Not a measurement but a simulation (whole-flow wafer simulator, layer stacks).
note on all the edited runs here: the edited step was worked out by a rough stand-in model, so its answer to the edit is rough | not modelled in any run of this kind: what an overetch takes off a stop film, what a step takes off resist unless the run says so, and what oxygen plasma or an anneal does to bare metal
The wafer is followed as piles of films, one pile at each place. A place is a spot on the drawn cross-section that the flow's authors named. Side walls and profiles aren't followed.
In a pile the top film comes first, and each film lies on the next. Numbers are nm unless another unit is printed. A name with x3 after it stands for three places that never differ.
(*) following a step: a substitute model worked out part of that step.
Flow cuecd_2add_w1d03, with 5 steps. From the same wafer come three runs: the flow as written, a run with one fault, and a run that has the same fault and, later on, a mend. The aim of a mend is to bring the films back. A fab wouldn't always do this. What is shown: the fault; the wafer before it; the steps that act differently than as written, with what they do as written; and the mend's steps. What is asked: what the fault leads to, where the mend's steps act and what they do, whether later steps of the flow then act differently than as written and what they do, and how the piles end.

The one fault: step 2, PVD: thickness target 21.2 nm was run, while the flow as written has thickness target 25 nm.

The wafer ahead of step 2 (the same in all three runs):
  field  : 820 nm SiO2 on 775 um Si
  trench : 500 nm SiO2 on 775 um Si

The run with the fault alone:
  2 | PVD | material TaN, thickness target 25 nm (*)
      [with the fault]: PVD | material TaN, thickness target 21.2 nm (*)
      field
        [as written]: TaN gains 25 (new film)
        [with the fault]: TaN gains 21.2 (new film)
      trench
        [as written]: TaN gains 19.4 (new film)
        [with the fault]: TaN gains 16.4 (new film)
  Later steps of the flow that are run all act as written at every place that is followed, up to a difference of at most 2% or 0.5 nm, whichever is larger.
  By the end, the piles at field, trench depart from the flow's by more than 2% or 0.5 nm, whichever is larger.
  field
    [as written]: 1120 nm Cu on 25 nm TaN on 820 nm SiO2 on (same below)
    [with the fault]: 1120 nm Cu on 21.2 nm TaN on 820 nm SiO2 on (same below)
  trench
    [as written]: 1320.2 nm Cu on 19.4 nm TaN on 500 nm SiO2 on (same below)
    [with the fault]: 1319.2 nm Cu on 16.4 nm TaN on 500 nm SiO2 on (same below)

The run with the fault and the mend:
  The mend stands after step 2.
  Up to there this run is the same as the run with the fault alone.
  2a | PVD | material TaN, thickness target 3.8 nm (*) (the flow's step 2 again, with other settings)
      field
        TaN gains 3.8
      trench
        TaN gains 2.92
  Later steps of the flow that are run all act as written at every place that is followed.
  At the end the piles are close to the flow's at the places that both follow, differing by at most 2% or 0.5 nm, whichever is larger.
